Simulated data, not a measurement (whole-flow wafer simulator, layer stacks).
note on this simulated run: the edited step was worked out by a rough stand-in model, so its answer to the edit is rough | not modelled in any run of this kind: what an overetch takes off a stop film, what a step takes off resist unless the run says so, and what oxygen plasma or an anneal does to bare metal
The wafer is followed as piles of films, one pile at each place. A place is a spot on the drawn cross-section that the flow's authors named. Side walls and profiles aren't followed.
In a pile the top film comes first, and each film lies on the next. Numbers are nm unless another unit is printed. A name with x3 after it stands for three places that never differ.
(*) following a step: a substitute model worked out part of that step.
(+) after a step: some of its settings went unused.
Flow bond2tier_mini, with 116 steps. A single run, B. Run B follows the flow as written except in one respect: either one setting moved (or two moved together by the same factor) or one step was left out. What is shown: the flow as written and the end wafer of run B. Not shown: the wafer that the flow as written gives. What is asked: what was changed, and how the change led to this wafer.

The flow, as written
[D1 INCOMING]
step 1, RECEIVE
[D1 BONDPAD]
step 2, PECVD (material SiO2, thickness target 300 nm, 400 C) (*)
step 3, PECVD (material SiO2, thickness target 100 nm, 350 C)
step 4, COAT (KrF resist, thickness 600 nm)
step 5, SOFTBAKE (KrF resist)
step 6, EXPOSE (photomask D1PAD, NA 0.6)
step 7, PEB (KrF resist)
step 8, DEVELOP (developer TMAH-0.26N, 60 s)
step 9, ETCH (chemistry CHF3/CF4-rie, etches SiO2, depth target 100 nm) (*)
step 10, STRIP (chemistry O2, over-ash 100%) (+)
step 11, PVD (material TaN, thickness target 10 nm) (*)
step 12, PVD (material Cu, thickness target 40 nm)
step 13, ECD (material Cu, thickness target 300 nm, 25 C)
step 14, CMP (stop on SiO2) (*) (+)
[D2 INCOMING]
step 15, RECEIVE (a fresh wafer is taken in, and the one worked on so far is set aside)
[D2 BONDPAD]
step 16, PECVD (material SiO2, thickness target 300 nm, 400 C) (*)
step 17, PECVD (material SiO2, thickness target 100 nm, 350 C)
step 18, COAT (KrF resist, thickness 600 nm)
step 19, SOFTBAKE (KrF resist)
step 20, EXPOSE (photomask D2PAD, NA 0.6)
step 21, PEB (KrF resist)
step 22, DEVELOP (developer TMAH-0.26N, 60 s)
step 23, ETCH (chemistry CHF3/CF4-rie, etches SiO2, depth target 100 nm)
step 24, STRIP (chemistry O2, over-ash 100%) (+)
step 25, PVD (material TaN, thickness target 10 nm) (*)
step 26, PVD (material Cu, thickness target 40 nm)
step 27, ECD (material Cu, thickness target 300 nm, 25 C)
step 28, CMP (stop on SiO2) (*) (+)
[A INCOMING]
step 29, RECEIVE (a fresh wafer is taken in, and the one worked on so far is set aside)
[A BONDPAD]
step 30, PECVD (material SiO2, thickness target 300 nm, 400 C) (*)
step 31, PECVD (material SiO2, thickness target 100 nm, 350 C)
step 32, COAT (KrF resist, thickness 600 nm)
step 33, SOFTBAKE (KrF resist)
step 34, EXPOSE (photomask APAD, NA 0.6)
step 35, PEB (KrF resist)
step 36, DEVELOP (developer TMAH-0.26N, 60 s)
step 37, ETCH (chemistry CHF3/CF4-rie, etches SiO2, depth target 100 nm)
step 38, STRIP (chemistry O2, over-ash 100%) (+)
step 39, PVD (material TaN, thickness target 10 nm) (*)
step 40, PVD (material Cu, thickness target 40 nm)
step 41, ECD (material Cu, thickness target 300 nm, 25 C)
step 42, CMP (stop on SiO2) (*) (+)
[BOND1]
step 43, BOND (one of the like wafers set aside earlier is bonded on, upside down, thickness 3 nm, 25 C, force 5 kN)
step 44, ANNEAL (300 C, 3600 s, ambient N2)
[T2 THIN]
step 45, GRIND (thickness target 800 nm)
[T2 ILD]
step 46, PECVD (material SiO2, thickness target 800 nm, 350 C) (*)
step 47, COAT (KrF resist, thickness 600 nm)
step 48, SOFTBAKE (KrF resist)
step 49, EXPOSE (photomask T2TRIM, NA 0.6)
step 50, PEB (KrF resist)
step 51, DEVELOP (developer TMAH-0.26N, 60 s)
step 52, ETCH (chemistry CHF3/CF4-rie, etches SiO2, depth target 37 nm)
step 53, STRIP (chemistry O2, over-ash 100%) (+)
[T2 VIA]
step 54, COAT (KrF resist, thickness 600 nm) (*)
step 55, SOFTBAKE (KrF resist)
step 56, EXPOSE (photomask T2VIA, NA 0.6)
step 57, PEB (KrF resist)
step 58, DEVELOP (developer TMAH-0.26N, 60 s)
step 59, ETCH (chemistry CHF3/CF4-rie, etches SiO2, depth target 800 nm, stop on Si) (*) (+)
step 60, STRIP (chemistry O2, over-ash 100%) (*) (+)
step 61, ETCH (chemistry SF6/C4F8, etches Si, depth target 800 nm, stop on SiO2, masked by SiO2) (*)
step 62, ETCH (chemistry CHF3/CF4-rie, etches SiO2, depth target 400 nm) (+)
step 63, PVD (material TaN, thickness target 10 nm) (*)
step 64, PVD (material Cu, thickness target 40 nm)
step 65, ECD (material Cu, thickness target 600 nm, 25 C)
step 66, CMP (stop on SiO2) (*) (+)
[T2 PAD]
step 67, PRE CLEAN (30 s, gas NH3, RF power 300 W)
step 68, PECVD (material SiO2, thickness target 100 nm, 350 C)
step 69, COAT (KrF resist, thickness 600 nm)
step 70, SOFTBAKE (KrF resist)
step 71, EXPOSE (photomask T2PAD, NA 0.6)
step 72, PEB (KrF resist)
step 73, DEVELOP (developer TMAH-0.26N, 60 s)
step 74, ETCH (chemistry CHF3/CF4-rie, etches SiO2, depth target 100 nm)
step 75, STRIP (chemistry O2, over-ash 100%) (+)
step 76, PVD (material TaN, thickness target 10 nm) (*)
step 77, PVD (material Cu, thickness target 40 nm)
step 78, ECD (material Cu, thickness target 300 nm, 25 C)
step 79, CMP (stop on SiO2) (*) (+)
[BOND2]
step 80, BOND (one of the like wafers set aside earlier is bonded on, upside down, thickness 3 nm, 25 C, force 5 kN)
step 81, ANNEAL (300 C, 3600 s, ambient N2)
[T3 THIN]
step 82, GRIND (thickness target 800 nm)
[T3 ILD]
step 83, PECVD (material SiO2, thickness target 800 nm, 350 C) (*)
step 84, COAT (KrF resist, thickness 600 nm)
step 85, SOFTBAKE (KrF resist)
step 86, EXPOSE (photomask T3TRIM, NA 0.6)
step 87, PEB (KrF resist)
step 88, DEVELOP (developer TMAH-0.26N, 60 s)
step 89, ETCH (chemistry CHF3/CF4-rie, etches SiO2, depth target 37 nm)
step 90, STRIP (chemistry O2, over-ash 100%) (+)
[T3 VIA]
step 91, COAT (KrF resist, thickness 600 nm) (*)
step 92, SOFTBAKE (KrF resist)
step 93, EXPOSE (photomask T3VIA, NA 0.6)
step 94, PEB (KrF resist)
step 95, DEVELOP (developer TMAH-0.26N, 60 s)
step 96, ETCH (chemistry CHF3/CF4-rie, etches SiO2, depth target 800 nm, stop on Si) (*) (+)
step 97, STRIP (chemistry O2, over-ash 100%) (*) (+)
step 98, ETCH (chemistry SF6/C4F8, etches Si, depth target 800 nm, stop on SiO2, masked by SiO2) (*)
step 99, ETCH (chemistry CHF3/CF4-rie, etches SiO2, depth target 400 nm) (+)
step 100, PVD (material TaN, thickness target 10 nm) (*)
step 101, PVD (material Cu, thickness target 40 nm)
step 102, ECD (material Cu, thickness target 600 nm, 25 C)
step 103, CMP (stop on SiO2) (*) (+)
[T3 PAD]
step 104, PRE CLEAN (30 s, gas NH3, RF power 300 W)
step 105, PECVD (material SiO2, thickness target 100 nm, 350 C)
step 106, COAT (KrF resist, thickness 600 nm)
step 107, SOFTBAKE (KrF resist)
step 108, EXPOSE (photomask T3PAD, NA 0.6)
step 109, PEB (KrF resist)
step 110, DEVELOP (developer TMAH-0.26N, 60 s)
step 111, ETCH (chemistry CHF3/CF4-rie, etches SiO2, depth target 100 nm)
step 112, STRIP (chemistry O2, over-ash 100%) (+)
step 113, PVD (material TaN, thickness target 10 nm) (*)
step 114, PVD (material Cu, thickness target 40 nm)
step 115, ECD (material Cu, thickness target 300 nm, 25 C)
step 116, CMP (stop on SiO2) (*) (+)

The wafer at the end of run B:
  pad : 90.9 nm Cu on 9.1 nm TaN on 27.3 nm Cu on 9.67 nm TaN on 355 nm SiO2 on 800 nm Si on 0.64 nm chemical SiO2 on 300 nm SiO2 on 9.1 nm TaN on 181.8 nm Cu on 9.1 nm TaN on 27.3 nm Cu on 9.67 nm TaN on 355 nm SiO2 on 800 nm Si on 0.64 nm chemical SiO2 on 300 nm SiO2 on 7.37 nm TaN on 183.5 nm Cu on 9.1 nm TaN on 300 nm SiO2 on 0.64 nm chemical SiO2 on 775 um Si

Cause: step 11, PVD: thickness target 8.1 nm was run, though the flow has thickness target 10 nm.

The path from the change to this, step by step:
  step 11, PVD (material TaN, thickness target 10 nm) (*)
      field: +8.1 TaN (new film) (as written it would have been: +10 TaN (new film))
      pad: +7.37 TaN (new film) (as written it would have been: +9.1 TaN (new film))
      (as well as at 1 more place)
  step 14, CMP (stop on SiO2) (*) (+)
      field: -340 Cu (all of it), -8.1 TaN (all of it) (as written it would have been: -340 Cu (all of it), -10 TaN (all of it))
  step 43, BOND (one of the like wafers set aside earlier is bonded on, upside down, thickness 3 nm, 25 C, force 5 kN)
      pad: +775 um Si (new film), +0.64 chemical SiO2 (new film), +300 SiO2 (new film), +7.37 TaN (new film), +92.6 Cu (as written it would have been: +775 um Si (new film), +0.64 chemical SiO2 (new film), +300 SiO2 (new film), +9.1 TaN (new film), +90.9 Cu)
      via: +775 um Si (new film), +0.64 chemical SiO2 (new film), +300 SiO2 (new film), +8.08 TaN (new film), +91.9 Cu (as written it would have been: +775 um Si (new film), +0.64 chemical SiO2 (new film), +300 SiO2 (new film), +9.97 TaN (new film), +90 Cu)
